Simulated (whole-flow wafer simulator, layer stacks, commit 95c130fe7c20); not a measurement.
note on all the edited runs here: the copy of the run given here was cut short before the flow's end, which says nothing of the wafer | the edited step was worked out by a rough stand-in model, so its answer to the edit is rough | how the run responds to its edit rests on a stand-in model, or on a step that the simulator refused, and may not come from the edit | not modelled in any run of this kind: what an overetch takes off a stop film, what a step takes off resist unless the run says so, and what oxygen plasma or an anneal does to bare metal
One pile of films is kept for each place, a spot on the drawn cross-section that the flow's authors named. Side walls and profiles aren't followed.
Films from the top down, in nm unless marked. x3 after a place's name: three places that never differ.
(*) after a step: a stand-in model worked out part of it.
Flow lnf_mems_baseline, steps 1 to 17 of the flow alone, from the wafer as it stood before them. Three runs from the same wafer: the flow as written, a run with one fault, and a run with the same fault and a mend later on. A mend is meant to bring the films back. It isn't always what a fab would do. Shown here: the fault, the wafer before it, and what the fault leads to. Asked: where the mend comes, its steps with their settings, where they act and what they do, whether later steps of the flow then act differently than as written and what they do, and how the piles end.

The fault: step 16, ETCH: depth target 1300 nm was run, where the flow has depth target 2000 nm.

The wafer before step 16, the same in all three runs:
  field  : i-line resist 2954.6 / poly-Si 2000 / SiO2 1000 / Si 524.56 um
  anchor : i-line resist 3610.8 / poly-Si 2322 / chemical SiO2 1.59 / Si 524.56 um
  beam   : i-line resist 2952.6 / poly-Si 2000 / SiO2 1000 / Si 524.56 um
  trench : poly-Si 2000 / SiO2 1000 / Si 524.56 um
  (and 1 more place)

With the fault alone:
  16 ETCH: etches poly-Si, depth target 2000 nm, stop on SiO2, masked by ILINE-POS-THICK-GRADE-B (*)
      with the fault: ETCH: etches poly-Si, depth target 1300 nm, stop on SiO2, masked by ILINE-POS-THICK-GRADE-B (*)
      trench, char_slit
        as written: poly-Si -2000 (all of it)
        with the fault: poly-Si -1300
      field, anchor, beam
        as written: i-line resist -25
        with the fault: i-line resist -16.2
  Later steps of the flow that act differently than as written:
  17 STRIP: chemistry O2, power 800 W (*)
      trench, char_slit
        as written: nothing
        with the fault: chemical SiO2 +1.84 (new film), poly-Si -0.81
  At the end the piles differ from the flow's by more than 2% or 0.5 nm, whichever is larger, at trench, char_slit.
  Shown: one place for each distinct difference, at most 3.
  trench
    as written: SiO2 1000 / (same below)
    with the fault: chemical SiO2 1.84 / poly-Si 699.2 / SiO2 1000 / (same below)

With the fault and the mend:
  The mend comes after step 16.
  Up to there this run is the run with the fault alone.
  16a ETCH: etches poly-Si, depth target 700 nm, stop on SiO2, masked by ILINE-POS-THICK-GRADE-B (*) (the flow's step 16 once more, with other settings)
      field, anchor, beam
        i-line resist -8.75
      trench, char_slit
        poly-Si -700 (all of it)
  No later step of the flow acts differently than as written at any place that is followed.
  At the end the piles are the same as the flow's at every place that both follow.
